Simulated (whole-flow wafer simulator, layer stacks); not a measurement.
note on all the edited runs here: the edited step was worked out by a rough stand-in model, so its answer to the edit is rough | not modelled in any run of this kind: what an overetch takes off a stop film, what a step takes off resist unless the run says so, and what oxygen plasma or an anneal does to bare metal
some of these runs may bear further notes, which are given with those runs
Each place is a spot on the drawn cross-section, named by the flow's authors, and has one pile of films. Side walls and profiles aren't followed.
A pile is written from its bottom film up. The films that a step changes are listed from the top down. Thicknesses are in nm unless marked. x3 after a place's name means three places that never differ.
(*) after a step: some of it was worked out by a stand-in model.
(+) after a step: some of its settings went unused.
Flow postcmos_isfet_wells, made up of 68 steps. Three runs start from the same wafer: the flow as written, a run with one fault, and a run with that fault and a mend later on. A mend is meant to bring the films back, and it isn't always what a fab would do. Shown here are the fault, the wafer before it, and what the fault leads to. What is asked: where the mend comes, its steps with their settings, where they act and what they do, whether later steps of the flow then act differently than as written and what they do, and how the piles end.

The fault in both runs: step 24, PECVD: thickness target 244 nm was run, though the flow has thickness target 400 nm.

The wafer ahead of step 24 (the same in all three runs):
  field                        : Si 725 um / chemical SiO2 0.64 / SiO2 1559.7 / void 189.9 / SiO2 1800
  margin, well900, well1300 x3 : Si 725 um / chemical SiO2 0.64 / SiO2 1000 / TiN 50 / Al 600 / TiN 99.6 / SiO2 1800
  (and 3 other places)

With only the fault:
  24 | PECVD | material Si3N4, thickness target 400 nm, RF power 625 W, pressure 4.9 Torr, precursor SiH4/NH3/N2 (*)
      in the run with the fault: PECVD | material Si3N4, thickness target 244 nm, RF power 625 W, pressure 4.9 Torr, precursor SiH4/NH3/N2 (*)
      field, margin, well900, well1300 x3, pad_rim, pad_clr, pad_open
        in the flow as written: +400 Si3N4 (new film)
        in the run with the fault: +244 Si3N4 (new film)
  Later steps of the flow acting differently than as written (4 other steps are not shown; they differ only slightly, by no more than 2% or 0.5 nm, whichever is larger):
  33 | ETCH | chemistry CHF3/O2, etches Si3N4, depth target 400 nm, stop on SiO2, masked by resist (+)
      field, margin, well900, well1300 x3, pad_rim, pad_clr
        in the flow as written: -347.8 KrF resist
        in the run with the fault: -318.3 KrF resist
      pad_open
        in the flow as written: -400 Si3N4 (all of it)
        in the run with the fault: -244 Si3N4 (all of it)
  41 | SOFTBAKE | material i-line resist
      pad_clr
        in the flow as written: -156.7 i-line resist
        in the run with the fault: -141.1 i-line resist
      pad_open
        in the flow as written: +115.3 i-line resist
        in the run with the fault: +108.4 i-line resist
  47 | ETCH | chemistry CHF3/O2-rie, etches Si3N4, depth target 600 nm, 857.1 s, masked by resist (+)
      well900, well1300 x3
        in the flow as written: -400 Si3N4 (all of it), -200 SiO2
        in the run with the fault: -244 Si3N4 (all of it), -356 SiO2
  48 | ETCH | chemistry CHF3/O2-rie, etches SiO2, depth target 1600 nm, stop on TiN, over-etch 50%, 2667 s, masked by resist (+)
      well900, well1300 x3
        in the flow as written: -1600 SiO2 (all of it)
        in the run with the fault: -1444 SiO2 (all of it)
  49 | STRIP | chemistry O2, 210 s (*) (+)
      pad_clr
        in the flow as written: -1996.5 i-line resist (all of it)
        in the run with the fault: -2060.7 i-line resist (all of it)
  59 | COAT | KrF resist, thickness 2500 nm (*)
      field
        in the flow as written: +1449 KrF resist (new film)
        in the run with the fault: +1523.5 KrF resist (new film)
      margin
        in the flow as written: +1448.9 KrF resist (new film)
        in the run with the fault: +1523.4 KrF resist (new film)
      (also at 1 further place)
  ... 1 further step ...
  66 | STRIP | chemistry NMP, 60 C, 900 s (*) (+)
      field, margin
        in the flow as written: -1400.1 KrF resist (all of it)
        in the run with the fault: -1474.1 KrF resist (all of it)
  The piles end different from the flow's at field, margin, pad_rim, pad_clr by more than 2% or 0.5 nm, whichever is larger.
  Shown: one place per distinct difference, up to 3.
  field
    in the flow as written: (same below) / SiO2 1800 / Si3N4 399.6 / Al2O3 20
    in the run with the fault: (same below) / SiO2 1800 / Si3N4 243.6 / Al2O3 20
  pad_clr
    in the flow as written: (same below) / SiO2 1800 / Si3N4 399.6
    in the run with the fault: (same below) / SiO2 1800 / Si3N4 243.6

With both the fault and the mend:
  The mend stands after step 32.
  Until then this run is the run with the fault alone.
  32a | STRIP | chemistry O2, 600 s (*) (+)
      field, margin, well900, well1300 x3, pad_rim, pad_clr
        -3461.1 KrF resist (all of it)
  32b | PECVD | material Si3N4, thickness target 156 nm, RF power 625 W, pressure 4.9 Torr, precursor SiH4/NH3/N2 (*) (the flow's step 24, run once more with other settings)
      field, margin, well900, well1300 x3, pad_rim, pad_clr, pad_open
        +156 Si3N4
  32c | HMDS | 30 s (the flow's step 26, run once more)
      does not change any film at any place that is followed
  32d | COAT | KrF resist, thickness 3500 nm (the flow's step 27, run once more)
      field, margin, well900, well1300 x3, pad_rim, pad_clr, pad_open
        +3500 KrF resist (new film)
  32e | SOFTBAKE | material KrF resist (the flow's step 28, run once more)
      does not change any film at any place that is followed
  32f | EBR (the flow's step 29, run once more)
      does not change any film at any place that is followed
  32g | EXPOSE | photomask PAD, dose 67.86 mJ/cm2, NA 0.55, wavelength 248 nm (*) (the flow's step 30, run once more)
      does not change any film at any place that is followed
  32h | PEB (the flow's step 31, run once more)
      field, margin, well900, well1300 x3, pad_rim, pad_clr, pad_open
        -25.1 KrF resist
  32i | DEVELOP | thickness 3500 nm, 60 s (the flow's step 32, run once more)
      field, margin, well900, well1300 x3, pad_rim, pad_clr
        -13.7 KrF resist
      pad_open
        -3474.9 KrF resist (all of it)
  None of the later steps of the flow acts differently than as written at any place that is followed.
  The piles end the same as the flow's at every place that both follow.
